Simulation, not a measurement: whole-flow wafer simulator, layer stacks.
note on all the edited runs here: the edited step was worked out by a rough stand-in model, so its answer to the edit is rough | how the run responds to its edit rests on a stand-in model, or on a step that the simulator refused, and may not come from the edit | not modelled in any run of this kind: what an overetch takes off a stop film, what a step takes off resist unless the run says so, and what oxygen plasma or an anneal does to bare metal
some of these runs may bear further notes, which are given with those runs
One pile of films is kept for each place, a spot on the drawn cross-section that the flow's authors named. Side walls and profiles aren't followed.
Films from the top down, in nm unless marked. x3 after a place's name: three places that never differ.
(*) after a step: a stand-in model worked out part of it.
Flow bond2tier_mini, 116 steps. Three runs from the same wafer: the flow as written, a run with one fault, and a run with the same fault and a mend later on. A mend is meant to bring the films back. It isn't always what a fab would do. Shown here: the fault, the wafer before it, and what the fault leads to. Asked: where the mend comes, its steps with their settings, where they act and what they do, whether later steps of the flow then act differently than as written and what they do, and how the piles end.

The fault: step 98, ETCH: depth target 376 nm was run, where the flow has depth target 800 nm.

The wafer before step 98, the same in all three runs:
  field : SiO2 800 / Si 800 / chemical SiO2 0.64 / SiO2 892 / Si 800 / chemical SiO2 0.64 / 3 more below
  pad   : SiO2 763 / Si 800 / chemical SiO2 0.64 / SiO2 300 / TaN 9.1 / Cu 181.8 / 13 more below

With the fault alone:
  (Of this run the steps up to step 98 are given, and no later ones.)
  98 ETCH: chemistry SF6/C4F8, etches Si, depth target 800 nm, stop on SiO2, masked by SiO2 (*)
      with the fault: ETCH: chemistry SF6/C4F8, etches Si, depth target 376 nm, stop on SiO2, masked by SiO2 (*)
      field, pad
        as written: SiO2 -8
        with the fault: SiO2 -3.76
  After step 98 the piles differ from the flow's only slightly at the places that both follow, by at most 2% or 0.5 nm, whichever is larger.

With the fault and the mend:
  The mend comes after step 98.
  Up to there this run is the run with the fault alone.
  98a ETCH: chemistry SF6/C4F8, etches Si, depth target 424 nm, stop on SiO2, masked by SiO2 (*) (the flow's step 98 once more, with other settings)
      field, pad
        SiO2 -4.24
  No later step of the flow acts differently than as written at any place that is followed.
  At the end the piles are the same as the flow's at every place that both follow.
